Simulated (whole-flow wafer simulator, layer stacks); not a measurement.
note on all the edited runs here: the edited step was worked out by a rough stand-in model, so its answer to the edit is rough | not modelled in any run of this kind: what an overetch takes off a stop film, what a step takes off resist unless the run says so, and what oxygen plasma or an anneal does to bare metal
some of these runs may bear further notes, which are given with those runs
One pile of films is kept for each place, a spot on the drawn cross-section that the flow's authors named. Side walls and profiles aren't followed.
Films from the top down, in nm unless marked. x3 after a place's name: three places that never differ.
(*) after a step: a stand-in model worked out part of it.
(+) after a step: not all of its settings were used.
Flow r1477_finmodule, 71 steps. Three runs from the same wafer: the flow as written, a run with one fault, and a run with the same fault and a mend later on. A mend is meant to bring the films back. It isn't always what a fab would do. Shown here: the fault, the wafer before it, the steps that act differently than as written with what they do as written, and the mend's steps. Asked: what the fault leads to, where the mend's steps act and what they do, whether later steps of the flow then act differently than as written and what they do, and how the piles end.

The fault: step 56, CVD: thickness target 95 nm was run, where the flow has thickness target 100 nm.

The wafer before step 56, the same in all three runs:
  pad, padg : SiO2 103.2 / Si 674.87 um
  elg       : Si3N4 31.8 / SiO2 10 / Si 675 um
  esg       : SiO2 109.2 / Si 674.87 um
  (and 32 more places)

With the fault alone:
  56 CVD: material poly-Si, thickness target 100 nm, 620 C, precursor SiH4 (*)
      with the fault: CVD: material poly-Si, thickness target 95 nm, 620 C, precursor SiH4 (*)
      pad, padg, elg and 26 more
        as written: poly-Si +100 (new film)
        with the fault: poly-Si +95 (new film)
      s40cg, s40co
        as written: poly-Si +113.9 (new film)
        with the fault: poly-Si +108.8 (new film)
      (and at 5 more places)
  Later steps of the flow that act differently than as written (3 more steps differ only slightly, by at most 2% or 0.5 nm, whichever is larger, and aren't shown):
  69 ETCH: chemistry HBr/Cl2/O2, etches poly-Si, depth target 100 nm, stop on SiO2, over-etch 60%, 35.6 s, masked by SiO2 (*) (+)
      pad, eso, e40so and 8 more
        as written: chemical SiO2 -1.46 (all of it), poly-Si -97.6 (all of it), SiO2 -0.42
        with the fault: chemical SiO2 -1.46 (all of it), poly-Si -92.6 (all of it), SiO2 -0.67
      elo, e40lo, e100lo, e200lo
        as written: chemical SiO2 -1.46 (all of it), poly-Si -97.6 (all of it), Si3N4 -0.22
        with the fault: chemical SiO2 -1.46 (all of it), poly-Si -92.6 (all of it), Si3N4 -0.68
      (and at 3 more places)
  At the end the piles differ from the flow's by more than 2% or 0.5 nm, whichever is larger, at padg, elg, esg and 15 more.
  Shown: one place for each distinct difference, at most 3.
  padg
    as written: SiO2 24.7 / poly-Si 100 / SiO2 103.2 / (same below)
    with the fault: SiO2 24.7 / poly-Si 95 / SiO2 103.2 / (same below)
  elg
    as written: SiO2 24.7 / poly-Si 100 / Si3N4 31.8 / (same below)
    with the fault: SiO2 24.7 / poly-Si 95 / Si3N4 31.8 / (same below)
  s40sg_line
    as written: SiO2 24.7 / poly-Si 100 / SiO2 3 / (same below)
    with the fault: SiO2 24.7 / poly-Si 95 / SiO2 3 / (same below)

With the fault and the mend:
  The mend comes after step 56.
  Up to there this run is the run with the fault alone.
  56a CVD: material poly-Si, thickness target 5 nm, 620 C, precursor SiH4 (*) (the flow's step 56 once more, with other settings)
      pad, padg, elg and 33 more
        poly-Si +5
  No later step of the flow acts differently than as written, at any place that is followed, by more than 2% or 0.5 nm, whichever is larger.
  At the end the piles differ from the flow's only slightly at the places that both follow, by at most 2% or 0.5 nm, whichever is larger.
